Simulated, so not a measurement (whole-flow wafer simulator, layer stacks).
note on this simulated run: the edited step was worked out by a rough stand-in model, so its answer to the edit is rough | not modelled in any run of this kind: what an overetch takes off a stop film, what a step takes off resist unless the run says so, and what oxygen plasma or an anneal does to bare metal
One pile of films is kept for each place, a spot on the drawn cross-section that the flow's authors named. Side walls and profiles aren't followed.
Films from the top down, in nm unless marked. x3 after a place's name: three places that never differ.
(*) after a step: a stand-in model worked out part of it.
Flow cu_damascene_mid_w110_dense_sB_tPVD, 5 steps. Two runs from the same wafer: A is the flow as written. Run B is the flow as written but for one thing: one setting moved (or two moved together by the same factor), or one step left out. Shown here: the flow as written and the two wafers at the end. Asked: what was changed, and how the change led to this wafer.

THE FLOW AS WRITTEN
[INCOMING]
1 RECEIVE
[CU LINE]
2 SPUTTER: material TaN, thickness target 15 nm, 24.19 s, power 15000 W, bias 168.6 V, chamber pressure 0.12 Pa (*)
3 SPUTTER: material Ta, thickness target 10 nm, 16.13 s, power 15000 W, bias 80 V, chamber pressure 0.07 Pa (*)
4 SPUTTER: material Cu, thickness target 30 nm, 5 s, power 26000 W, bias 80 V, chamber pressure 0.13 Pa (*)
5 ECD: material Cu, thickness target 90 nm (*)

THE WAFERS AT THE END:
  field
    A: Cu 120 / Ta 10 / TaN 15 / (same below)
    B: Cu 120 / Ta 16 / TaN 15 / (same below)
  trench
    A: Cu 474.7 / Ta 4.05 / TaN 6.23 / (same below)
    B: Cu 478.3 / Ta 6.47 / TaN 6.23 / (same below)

The cause: step 3, SPUTTER: thickness target 16 nm was run, where the flow has thickness target 10 nm.
It can be read off the wafer: field has Ta 16, and step 3 as written asks for 10 nm.

How the change led to this, step by step:
  3 SPUTTER: material Ta, thickness target 10 nm, 16.13 s, power 15000 W, bias 80 V, chamber pressure 0.07 Pa (*)
      field: A Ta +10 (new film) | B Ta +16 (new film)
      trench: A Ta +4.05 (new film) | B Ta +6.47 (new film)
